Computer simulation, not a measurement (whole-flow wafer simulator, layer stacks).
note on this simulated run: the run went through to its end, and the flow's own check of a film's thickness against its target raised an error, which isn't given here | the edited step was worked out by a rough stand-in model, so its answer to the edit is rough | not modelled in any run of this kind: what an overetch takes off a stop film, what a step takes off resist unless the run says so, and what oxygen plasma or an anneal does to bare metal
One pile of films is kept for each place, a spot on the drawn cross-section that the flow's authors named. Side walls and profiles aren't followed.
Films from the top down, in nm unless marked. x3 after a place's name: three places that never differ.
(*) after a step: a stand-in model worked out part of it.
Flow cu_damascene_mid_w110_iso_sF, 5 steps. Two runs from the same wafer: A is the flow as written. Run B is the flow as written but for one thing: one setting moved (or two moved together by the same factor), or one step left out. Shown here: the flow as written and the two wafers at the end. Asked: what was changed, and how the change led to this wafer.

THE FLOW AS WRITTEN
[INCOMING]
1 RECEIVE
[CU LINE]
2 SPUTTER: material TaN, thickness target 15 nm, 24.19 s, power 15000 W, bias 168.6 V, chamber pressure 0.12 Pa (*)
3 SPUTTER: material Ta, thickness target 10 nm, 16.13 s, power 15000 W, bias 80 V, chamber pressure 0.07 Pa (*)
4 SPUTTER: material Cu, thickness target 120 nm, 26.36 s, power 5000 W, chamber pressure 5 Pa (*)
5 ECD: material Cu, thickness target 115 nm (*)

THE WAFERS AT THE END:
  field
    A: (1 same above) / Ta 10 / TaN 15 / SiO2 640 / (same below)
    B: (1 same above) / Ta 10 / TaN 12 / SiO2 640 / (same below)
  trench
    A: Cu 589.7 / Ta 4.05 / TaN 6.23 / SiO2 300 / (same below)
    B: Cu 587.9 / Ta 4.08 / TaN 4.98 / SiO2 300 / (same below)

The cause: step 2, SPUTTER: thickness target 12 nm was run, where the flow has thickness target 15 nm; step 2, SPUTTER: 19.35 s was run, where the flow has 24.19 s.
It can be read off the wafer: field has TaN 12, and step 2 as written asks for 15 nm.

How the change led to this, step by step:
  2 SPUTTER: material TaN, thickness target 15 nm, 24.19 s, power 15000 W, bias 168.6 V, chamber pressure 0.12 Pa (*)
      field: A TaN +15 (new film) | B TaN +12 (new film)
      trench: A TaN +6.23 (new film) | B TaN +4.98 (new film)
